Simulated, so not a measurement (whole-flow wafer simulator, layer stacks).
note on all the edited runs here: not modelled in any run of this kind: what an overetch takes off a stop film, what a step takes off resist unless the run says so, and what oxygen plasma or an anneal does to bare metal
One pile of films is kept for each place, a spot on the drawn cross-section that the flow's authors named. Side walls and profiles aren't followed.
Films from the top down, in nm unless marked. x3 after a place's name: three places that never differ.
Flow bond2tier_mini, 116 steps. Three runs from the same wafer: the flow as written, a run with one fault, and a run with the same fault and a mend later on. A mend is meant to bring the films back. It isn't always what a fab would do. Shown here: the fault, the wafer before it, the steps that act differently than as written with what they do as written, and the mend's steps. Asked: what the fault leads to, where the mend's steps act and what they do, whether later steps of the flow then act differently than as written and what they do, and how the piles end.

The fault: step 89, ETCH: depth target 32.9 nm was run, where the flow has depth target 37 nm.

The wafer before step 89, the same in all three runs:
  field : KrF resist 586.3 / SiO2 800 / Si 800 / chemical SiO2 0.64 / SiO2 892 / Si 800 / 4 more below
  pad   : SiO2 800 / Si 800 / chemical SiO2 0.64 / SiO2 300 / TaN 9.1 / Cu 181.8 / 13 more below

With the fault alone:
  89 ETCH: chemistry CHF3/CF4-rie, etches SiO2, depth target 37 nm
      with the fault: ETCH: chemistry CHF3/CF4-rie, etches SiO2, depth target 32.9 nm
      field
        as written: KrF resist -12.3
        with the fault: KrF resist -11
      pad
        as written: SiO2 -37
        with the fault: SiO2 -32.9
  No later step of the flow acts differently than as written, at any place that is followed, by more than 2% or 0.5 nm, whichever is larger.
  At the end the piles differ from the flow's by more than 2% or 0.5 nm, whichever is larger, at pad.
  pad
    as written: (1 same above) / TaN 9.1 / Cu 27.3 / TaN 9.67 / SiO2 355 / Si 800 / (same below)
    with the fault: (1 same above) / TaN 9.1 / Cu 23.2 / TaN 9.7 / SiO2 359.1 / Si 800 / (same below)

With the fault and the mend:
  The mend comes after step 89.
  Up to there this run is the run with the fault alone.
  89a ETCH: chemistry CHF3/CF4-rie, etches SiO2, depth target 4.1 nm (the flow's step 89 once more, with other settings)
      field
        KrF resist -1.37
      pad
        SiO2 -4.1
  No later step of the flow acts differently than as written at any place that is followed.
  At the end the piles are the same as the flow's at every place that both follow.
